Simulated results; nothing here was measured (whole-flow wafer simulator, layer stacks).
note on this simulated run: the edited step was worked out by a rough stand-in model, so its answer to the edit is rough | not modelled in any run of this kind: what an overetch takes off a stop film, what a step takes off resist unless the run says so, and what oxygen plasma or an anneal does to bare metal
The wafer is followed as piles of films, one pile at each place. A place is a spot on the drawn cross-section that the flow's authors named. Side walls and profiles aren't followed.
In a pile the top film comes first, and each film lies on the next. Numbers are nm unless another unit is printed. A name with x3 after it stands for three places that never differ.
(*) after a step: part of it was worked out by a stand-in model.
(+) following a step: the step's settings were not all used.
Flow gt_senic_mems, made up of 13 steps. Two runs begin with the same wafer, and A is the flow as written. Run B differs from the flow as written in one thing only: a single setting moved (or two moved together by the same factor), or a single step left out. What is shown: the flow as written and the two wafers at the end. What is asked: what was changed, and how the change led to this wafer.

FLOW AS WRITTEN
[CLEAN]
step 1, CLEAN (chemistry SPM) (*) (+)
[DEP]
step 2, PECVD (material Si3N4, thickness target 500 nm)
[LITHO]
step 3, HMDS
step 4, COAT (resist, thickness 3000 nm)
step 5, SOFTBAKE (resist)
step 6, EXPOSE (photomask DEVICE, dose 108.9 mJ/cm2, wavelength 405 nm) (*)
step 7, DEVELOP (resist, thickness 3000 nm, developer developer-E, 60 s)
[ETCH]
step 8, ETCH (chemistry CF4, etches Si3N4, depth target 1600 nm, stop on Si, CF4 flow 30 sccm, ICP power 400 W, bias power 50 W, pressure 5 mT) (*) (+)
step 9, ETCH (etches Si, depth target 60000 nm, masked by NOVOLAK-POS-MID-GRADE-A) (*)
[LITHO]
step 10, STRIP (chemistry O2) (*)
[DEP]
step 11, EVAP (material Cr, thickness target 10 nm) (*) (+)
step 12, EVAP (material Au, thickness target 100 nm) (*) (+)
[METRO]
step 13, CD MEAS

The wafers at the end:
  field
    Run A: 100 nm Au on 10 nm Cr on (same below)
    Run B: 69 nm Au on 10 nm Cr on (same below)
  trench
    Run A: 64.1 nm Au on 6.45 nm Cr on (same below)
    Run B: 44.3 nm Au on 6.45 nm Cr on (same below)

The reason: step 12, EVAP: thickness target 69 nm was run, while the flow as written has thickness target 100 nm.
The wafer lets one read it off: field has Au 69, and step 12 as written asks for 100 nm.

Step by step, how the change led to this:
  step 12, EVAP (material Au, thickness target 100 nm) (*) (+)
      field: A Au gains 100 (new film) | B Au gains 69 (new film)
      trench: A Au gains 64.1 (new film) | B Au gains 44.3 (new film)
